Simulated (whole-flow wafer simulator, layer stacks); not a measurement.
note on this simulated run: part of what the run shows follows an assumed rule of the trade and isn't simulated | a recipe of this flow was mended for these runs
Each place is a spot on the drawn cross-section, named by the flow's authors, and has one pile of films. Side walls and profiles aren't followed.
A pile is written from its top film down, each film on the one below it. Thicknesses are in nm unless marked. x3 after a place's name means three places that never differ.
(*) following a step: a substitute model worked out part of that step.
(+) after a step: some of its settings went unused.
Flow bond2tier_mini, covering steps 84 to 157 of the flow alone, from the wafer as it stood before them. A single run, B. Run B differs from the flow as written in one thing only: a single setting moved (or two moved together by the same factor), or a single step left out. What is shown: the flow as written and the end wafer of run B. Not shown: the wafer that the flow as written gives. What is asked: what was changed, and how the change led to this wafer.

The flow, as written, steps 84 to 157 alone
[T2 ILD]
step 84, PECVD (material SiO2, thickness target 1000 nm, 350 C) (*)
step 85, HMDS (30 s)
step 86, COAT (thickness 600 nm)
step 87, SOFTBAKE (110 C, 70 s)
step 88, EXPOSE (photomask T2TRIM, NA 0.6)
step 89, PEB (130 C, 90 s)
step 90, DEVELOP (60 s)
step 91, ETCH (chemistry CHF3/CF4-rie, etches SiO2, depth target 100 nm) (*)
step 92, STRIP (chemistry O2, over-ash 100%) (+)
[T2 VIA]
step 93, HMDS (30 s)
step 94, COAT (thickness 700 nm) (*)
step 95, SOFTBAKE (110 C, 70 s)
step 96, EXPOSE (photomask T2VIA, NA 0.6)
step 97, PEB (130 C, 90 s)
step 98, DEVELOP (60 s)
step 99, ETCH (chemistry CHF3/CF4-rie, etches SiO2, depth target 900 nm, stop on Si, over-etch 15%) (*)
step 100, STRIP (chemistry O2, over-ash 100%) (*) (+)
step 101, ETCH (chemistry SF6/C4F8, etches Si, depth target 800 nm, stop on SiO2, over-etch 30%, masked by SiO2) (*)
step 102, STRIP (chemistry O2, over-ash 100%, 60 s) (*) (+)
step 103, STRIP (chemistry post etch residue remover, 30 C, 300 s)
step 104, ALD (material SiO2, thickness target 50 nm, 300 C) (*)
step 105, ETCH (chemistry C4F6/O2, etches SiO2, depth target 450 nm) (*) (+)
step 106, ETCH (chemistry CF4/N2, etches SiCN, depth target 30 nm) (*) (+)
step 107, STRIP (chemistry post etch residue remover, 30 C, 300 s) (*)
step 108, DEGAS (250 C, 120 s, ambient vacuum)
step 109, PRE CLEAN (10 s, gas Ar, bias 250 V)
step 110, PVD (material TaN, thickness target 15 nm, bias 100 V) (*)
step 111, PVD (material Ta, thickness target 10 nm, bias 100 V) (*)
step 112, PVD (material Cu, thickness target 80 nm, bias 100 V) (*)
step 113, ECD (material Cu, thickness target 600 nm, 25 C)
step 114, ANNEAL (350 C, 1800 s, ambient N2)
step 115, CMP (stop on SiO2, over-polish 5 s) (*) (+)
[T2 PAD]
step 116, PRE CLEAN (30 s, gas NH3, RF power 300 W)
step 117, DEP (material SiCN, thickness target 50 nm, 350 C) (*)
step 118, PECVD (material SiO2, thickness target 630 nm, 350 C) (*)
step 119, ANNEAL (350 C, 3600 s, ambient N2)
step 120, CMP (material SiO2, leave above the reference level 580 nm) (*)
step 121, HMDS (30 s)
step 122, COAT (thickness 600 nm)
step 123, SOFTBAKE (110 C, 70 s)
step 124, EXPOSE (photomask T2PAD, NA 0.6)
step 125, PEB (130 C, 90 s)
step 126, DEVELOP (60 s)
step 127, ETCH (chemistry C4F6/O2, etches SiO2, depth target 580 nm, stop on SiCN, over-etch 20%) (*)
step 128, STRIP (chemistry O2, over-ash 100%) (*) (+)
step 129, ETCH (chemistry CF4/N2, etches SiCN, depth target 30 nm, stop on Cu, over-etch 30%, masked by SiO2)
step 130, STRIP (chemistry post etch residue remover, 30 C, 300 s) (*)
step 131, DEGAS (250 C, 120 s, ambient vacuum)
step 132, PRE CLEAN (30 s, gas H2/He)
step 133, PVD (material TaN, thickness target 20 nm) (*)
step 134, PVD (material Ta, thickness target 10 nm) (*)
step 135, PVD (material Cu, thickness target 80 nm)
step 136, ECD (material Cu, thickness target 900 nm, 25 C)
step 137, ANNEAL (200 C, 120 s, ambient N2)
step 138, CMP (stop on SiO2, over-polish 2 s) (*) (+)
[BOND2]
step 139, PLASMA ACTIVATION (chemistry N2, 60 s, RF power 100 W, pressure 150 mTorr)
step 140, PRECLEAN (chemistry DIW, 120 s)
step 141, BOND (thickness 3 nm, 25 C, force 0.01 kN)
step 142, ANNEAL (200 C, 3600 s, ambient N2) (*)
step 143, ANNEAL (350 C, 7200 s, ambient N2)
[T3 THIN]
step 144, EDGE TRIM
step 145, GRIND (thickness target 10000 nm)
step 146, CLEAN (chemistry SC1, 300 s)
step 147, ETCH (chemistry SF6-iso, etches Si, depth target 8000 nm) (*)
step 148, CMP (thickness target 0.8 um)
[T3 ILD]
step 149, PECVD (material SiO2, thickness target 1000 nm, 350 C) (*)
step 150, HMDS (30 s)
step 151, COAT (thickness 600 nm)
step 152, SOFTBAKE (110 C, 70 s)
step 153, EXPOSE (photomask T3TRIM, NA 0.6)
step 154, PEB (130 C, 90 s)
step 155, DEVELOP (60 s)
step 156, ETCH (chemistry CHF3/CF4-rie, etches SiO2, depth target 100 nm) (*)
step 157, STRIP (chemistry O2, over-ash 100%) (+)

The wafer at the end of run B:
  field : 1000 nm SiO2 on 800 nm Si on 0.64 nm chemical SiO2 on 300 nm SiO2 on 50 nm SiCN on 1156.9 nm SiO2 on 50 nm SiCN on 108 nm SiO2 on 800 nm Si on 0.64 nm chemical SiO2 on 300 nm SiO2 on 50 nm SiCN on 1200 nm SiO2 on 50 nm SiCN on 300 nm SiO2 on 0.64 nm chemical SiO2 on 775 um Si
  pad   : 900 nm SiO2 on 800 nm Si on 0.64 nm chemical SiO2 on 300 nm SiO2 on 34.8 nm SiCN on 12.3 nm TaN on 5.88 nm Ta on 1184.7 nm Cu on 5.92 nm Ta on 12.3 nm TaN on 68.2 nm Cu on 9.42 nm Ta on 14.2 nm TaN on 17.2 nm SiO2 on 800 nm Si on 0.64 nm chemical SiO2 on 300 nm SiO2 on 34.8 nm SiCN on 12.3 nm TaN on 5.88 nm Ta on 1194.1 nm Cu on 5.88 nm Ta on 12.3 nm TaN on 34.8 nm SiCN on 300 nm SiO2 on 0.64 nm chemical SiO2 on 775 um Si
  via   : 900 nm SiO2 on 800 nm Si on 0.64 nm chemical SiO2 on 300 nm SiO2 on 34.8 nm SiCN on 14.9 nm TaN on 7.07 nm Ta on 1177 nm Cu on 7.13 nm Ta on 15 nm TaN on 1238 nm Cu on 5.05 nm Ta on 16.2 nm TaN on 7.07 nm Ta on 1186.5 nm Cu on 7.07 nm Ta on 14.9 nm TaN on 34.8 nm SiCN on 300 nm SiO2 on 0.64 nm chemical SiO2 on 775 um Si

The reason: step 84, PECVD: thickness target 550 nm was run, while the flow as written has thickness target 1000 nm.

Step by step, how the change led to this:
  step 84, PECVD (material SiO2, thickness target 1000 nm, 350 C) (*)
      field, pad, via: SiO2 gains 550 (new film) (it would be, as written: SiO2 gains 1000 (new film))
  step 99, ETCH (chemistry CHF3/CF4-rie, etches SiO2, depth target 900 nm, stop on Si, over-etch 15%) (*)
      field, pad: thick-KrF-resist loses 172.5 (it would be, as written: thick-KrF-resist loses 345)
      via: SiO2 loses 450 (all of it), Si loses 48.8 (it would be, as written: SiO2 loses 900 (all of it), Si loses 11.2)
  step 100, STRIP (chemistry O2, over-ash 100%) (*) (+)
      field: thick-KrF-resist loses 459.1 (all of it) (it would be, as written: thick-KrF-resist loses 286.6 (all of it))
      pad: thick-KrF-resist loses 545.4 (all of it) (it would be, as written: thick-KrF-resist loses 372.9 (all of it))
  step 101, ETCH (chemistry SF6/C4F8, etches Si, depth target 800 nm, stop on SiO2, over-etch 30%, masked by SiO2) (*)
      field, pad: SiO2 loses 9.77 (it would be, as written: SiO2 loses 10.3)
      via: Si loses 751.2 (all of it), chemical SiO2 loses 0.64 (all of it), SiO2 loses 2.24 (it would be, as written: Si loses 788.8 (all of it), chemical SiO2 loses 0.64 (all of it), SiO2 loses 1.87)
  step 110, PVD (material TaN, thickness target 15 nm, bias 100 V) (*)
      via: TaN gains 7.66 (it would be, as written: TaN gains 6.94)
  step 112, PVD (material Cu, thickness target 80 nm, bias 100 V) (*)
      via: Cu gains 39 (new film) (it would be, as written: Cu gains 35 (new film))
  step 113, ECD (material Cu, thickness target 600 nm, 25 C)
      via: Cu gains 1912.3 (it would be, as written: Cu gains 2367)
